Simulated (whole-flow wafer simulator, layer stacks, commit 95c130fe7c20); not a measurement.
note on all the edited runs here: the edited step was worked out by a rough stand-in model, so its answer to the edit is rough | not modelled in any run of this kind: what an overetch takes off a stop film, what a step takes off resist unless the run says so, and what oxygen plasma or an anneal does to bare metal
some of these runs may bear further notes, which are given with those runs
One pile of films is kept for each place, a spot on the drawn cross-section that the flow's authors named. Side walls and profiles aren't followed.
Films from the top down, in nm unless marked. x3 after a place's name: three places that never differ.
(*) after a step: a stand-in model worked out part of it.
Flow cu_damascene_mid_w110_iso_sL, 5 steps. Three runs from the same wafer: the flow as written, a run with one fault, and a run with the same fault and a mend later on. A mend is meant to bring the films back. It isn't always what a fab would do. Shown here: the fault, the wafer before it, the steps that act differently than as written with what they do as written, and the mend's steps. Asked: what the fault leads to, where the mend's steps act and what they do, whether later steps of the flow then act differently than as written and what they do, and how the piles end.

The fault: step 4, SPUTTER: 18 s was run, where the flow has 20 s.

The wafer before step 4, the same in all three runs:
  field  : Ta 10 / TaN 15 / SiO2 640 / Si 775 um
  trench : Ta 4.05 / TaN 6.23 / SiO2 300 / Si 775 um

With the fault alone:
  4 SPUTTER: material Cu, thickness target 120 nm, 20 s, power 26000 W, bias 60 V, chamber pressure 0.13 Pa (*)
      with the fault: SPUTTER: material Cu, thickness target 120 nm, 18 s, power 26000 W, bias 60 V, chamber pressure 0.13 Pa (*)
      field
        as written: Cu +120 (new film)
        with the fault: Cu +108 (new film)
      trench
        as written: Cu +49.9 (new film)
        with the fault: Cu +44.9 (new film)
  No later step of the flow acts differently than as written, at any place that is followed, by more than 2% or 0.5 nm, whichever is larger.
  At the end the piles differ from the flow's by more than 2% or 0.5 nm, whichever is larger, at field, trench.
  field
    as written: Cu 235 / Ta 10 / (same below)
    with the fault: Cu 223 / Ta 10 / (same below)
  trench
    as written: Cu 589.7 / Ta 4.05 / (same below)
    with the fault: Cu 577.7 / Ta 4.05 / (same below)

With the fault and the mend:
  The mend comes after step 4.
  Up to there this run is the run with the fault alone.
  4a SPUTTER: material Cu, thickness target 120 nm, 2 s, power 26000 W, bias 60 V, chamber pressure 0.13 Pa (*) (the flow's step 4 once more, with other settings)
      field
        Cu +12
      trench
        Cu +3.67
  No later step of the flow acts differently than as written, at any place that is followed, by more than 2% or 0.5 nm, whichever is larger.
  At the end the piles are the same as the flow's at every place that both follow.
